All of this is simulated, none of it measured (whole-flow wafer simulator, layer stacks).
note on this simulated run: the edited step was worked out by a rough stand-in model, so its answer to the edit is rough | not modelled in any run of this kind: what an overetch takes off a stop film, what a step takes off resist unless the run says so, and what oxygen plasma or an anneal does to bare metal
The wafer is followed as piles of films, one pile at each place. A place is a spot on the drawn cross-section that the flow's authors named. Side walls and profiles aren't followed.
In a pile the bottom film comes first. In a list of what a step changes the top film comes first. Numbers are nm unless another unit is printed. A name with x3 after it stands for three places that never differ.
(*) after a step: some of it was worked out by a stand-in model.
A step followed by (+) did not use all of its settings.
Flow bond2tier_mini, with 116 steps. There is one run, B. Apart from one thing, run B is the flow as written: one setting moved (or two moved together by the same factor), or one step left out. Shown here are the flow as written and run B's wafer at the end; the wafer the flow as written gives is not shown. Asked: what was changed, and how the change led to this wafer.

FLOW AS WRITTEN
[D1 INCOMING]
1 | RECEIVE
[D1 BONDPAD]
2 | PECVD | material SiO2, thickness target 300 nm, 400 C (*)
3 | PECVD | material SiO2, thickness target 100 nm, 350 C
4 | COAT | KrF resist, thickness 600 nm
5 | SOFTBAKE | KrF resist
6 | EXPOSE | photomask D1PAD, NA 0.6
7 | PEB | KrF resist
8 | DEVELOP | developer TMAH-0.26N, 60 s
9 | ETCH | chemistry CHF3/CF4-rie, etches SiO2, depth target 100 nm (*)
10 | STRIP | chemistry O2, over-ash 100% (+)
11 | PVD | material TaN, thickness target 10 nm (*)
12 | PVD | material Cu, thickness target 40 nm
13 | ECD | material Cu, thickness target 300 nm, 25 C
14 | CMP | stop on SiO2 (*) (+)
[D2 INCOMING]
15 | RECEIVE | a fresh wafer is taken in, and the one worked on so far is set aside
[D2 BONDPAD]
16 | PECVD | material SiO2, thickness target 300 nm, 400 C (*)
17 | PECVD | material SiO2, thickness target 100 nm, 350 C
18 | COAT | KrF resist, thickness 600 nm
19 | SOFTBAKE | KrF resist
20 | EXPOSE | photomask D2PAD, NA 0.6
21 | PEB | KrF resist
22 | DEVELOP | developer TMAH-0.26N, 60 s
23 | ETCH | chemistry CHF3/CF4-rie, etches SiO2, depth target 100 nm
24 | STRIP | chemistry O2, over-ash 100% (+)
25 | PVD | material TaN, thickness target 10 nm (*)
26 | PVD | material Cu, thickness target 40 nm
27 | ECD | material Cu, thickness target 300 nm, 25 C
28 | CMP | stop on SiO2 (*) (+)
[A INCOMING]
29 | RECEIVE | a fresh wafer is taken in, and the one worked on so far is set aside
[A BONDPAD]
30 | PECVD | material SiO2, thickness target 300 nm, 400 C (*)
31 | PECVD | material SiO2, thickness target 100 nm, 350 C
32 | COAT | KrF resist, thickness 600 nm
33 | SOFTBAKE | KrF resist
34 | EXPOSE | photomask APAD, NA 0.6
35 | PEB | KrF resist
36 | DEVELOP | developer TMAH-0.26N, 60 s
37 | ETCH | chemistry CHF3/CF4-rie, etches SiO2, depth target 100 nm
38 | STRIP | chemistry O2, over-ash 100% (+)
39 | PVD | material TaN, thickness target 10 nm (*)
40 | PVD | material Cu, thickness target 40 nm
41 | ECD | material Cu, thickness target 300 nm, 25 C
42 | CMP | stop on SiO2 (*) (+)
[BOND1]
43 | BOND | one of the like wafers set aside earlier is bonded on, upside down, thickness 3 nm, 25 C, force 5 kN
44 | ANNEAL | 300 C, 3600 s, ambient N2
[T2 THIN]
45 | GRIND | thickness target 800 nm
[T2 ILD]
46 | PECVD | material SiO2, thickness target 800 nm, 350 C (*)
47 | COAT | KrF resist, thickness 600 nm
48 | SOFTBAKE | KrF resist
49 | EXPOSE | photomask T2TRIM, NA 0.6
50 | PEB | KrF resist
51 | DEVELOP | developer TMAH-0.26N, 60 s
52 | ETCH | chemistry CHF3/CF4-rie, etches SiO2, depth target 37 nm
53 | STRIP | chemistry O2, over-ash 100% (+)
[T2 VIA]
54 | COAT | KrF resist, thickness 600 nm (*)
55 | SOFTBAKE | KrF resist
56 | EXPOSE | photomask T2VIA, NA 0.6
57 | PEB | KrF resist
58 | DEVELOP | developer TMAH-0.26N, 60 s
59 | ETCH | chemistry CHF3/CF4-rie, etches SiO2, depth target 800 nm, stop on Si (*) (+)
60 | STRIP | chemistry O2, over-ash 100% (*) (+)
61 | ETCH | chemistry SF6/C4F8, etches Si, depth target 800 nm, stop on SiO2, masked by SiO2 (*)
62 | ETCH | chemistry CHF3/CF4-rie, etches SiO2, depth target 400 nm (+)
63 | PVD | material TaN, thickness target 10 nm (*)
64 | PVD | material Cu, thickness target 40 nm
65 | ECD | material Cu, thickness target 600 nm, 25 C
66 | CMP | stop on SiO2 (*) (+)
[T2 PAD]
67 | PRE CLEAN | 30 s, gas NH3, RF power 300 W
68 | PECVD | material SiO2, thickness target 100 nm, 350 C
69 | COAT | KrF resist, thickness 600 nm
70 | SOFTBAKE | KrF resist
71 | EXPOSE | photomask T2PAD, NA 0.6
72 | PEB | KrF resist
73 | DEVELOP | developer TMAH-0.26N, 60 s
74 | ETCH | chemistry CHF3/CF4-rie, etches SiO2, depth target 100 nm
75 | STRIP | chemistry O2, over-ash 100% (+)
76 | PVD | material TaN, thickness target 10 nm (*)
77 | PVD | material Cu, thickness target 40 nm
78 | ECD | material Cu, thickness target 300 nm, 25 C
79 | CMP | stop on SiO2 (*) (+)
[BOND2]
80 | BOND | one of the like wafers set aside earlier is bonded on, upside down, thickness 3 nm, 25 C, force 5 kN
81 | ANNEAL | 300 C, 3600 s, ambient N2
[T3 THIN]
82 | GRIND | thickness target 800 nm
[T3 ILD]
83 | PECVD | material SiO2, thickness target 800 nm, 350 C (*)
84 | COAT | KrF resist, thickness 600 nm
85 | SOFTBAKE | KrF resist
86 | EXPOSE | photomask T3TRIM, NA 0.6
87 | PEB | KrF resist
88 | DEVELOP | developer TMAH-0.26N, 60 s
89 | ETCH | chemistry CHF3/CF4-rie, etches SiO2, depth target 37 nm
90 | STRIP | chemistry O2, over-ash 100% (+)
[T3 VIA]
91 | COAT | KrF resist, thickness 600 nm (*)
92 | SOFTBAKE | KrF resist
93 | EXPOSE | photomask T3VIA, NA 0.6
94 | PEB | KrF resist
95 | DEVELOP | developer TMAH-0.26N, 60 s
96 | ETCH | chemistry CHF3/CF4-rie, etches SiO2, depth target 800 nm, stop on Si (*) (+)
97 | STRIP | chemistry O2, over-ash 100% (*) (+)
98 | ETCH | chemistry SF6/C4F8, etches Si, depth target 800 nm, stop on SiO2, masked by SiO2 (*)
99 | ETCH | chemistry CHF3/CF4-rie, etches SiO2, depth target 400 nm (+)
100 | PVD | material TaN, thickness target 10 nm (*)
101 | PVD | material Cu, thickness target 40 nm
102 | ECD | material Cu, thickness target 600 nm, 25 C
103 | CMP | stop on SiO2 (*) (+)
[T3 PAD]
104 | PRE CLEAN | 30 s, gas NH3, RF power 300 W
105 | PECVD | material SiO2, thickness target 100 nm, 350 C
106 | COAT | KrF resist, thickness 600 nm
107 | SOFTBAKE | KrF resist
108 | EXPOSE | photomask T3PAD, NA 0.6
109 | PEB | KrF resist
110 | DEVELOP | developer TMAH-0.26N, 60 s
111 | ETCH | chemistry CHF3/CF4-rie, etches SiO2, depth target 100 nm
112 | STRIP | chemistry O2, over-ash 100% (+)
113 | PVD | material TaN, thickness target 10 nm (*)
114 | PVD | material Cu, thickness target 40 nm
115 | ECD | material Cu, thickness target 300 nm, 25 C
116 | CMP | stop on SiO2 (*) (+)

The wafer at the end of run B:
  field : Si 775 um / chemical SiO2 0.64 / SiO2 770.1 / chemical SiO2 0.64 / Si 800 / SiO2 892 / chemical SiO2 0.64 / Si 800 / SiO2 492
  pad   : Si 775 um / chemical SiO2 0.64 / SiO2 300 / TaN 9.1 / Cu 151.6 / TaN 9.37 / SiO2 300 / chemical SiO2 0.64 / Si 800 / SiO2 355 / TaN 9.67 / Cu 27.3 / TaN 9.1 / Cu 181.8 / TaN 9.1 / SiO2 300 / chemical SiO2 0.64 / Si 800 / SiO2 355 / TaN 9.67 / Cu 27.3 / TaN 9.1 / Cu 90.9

The reason: step 3, PECVD: thickness target 70.1 nm was run, while the flow as written has thickness target 100 nm; step 9, ETCH: depth target 70.1 nm was run, where the flow has depth target 100 nm.

How this came from the change, step by step:
  3 | PECVD | material SiO2, thickness target 100 nm, 350 C
      field, pad, via: SiO2 gains 70.1 (in the flow as written it would be: SiO2 gains 100)
  9 | ETCH | chemistry CHF3/CF4-rie, etches SiO2, depth target 100 nm (*)
      pad, via: SiO2 loses 70.1 (in the flow as written it would be: SiO2 loses 100)
      field: KrF resist loses 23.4 (in the flow as written it would be: KrF resist loses 33.3)
  12 | PVD | material Cu, thickness target 40 nm
      pad: Cu gains 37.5 (new film) (in the flow as written it would be: Cu gains 36.4 (new film))
  13 | ECD | material Cu, thickness target 300 nm, 25 C
      pad: Cu gains 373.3 (in the flow as written it would be: Cu gains 404.5)
      via: Cu gains 370.2 (in the flow as written it would be: Cu gains 400.2)
  43 | BOND | one of the like wafers set aside earlier is bonded on, upside down, thickness 3 nm, 25 C, force 5 kN
      field: Si gains 775 um (new film), chemical SiO2 gains 0.64 (new film), SiO2 gains 370.1 (in the flow as written it would be: Si gains 775 um (new film), chemical SiO2 gains 0.64 (new film), SiO2 gains 400)
      pad: Si gains 775 um (new film), chemical SiO2 gains 0.64 (new film), SiO2 gains 300 (new film), TaN gains 9.37 (new film), Cu gains 60.7 (in the flow as written it would be: Si gains 775 um (new film), chemical SiO2 gains 0.64 (new film), SiO2 gains 300 (new film), TaN gains 9.1 (new film), Cu gains 90.9)
      (also at 1 further place)
